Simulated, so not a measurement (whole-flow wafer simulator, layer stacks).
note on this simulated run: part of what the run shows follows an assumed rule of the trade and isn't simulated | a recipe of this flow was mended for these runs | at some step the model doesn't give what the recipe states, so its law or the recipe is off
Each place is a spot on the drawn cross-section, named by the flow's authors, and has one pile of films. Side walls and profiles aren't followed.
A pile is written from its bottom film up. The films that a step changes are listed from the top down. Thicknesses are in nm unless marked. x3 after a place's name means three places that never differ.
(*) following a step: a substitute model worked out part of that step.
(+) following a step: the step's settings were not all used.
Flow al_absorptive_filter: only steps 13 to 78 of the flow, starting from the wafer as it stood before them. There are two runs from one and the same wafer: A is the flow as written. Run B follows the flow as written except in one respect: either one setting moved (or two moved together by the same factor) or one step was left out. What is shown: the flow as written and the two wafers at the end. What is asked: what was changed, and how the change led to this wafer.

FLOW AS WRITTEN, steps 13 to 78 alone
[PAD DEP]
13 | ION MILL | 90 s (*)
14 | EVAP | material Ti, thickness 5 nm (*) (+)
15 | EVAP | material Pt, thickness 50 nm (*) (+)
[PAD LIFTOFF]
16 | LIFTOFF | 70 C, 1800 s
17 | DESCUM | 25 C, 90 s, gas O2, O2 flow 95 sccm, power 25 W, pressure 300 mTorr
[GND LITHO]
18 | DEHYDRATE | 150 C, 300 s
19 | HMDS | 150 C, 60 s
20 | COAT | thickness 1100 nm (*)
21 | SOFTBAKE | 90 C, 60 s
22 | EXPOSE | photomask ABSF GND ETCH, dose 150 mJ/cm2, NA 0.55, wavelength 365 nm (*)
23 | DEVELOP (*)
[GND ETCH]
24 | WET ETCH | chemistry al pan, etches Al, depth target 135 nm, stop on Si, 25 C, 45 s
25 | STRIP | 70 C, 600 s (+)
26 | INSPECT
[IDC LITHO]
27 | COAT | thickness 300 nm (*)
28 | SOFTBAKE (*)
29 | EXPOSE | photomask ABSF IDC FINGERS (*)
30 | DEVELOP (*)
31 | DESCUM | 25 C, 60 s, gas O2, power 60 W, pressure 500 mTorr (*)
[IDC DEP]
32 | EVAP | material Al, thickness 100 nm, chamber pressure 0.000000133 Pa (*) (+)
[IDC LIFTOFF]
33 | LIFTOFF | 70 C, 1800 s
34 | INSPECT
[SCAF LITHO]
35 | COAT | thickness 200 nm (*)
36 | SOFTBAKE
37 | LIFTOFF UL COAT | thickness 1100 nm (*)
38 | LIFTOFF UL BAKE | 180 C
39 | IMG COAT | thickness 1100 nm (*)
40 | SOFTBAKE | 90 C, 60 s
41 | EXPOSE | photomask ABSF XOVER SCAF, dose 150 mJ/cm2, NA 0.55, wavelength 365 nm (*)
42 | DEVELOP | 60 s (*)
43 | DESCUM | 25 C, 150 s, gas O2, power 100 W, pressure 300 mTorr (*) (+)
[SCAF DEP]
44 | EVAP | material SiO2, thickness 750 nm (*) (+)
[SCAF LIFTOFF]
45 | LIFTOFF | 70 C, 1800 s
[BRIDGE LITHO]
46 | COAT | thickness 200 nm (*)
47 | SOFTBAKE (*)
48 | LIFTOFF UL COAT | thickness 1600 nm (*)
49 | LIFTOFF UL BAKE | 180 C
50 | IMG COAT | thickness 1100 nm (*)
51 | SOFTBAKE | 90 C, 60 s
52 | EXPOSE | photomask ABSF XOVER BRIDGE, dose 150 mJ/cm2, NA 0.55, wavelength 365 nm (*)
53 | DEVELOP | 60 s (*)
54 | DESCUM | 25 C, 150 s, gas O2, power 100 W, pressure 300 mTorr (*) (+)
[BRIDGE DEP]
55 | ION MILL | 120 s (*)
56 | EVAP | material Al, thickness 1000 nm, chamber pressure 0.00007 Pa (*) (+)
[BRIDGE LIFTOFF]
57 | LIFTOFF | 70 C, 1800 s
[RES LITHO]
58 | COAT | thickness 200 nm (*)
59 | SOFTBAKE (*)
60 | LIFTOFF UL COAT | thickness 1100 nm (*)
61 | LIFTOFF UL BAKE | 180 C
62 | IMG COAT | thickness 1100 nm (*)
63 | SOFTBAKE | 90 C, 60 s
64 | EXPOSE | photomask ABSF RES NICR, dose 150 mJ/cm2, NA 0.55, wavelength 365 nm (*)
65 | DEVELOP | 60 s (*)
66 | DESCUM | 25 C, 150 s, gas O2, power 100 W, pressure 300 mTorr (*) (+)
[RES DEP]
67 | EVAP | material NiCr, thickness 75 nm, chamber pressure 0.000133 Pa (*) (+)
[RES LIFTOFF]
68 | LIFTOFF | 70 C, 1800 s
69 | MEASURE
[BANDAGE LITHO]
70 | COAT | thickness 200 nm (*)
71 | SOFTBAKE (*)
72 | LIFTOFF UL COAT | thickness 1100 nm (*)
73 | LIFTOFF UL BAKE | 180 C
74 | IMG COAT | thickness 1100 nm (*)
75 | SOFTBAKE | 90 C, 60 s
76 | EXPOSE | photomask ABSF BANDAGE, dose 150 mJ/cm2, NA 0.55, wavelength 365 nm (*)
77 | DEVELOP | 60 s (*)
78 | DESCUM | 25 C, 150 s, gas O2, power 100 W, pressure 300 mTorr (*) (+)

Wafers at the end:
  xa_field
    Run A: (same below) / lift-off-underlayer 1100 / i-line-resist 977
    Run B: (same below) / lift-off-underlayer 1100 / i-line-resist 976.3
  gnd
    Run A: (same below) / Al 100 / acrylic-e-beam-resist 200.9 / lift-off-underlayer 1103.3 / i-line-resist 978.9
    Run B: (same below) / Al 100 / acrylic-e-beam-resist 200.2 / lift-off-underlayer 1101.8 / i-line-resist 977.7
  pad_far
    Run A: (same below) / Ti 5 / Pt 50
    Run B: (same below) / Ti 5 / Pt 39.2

Cause: step 15, EVAP: thickness 39.2 nm was run, while the flow as written has thickness 50 nm.
The wafer itself shows it: pad_far has Pt 39.2, and step 15 as written asks for 50 nm.

The path from the change to this, step by step:
  15 | EVAP | material Pt, thickness 50 nm (*) (+)
      gnd, pad_far, pad_near and 11 more: A +50 Pt (new film) | B +39.2 Pt (new film)
  16 | LIFTOFF | 70 C, 1800 s
      gnd, ledge, res and 9 more: A -50 Pt (all of it), -5 Ti (all of it), -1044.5 i-line-resist (all of it), -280 lift-off-underlayer (all of it) | B -39.2 Pt (all of it), -5 Ti (all of it), -1044.5 i-line-resist (all of it), -280 lift-off-underlayer (all of it)
  35 | COAT | thickness 200 nm (*)
      ledge: A +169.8 acrylic-e-beam-resist (new film) | B +166.1 acrylic-e-beam-resist (new film)
  45 | LIFTOFF | 70 C, 1800 s
      ledge: A -750 SiO2 (all of it), -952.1 i-line-resist (all of it), -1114 lift-off-underlayer (all of it), -169.8 acrylic-e-beam-resist (all of it) | B -750 SiO2 (all of it), -952.9 i-line-resist (all of it), -1113.8 lift-off-underlayer (all of it), -166.1 acrylic-e-beam-resist (all of it)
  46 | COAT | thickness 200 nm (*)
      ledge: A +169.8 acrylic-e-beam-resist (new film) | B +166.1 acrylic-e-beam-resist (new film)
  57 | LIFTOFF | 70 C, 1800 s
      ledge: A -1000 Al (all of it), -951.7 i-line-resist (all of it), -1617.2 lift-off-underlayer (all of it), -169.8 acrylic-e-beam-resist (all of it) | B -1000 Al (all of it), -952.4 i-line-resist (all of it), -1617.1 lift-off-underlayer (all of it), -166.1 acrylic-e-beam-resist (all of it)
  58 | COAT | thickness 200 nm (*)
      ledge: A +169.8 acrylic-e-beam-resist (new film) | B +166.1 acrylic-e-beam-resist (new film)
  66 | DESCUM | 25 C, 150 s, gas O2, power 100 W, pressure 300 mTorr (*) (+)
      ledge: A -169.8 acrylic-e-beam-resist (all of it) | B -166.1 acrylic-e-beam-resist (all of it)
